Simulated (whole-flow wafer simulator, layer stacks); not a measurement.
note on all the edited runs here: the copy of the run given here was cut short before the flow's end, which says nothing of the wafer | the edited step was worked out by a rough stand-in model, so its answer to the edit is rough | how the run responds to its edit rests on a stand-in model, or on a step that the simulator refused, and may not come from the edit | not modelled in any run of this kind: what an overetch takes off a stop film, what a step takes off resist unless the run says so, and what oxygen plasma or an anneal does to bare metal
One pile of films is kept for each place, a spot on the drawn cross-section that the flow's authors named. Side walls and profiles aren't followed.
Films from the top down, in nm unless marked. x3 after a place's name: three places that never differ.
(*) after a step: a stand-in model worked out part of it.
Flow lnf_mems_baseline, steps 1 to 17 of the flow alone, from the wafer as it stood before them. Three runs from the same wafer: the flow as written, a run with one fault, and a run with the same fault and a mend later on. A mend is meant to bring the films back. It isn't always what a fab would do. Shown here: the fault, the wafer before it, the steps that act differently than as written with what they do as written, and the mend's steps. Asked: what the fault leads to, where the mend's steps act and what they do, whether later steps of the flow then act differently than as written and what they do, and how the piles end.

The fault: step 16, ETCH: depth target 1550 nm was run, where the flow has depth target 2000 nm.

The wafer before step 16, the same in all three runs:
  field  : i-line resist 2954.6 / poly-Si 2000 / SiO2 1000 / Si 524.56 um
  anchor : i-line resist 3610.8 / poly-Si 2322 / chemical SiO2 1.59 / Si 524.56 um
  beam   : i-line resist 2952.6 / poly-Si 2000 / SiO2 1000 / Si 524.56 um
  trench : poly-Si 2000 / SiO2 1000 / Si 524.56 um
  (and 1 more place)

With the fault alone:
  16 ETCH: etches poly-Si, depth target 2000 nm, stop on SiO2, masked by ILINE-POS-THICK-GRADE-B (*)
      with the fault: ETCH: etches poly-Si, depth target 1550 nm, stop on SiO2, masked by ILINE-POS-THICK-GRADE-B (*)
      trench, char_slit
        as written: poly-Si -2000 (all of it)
        with the fault: poly-Si -1550
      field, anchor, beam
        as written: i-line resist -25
        with the fault: i-line resist -19.4
  Later steps of the flow that act differently than as written:
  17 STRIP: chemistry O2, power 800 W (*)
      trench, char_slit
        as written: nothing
        with the fault: chemical SiO2 +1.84 (new film), poly-Si -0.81
  At the end the piles differ from the flow's by more than 2% or 0.5 nm, whichever is larger, at trench, char_slit.
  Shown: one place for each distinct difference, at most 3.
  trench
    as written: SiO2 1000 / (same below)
    with the fault: chemical SiO2 1.84 / poly-Si 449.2 / SiO2 1000 / (same below)

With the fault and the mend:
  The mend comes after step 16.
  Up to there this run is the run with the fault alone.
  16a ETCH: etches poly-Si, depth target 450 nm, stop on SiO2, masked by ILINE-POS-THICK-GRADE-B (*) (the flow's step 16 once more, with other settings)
      field, anchor, beam
        i-line resist -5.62
      trench, char_slit
        poly-Si -450 (all of it)
  No later step of the flow acts differently than as written at any place that is followed.
  At the end the piles are the same as the flow's at every place that both follow.
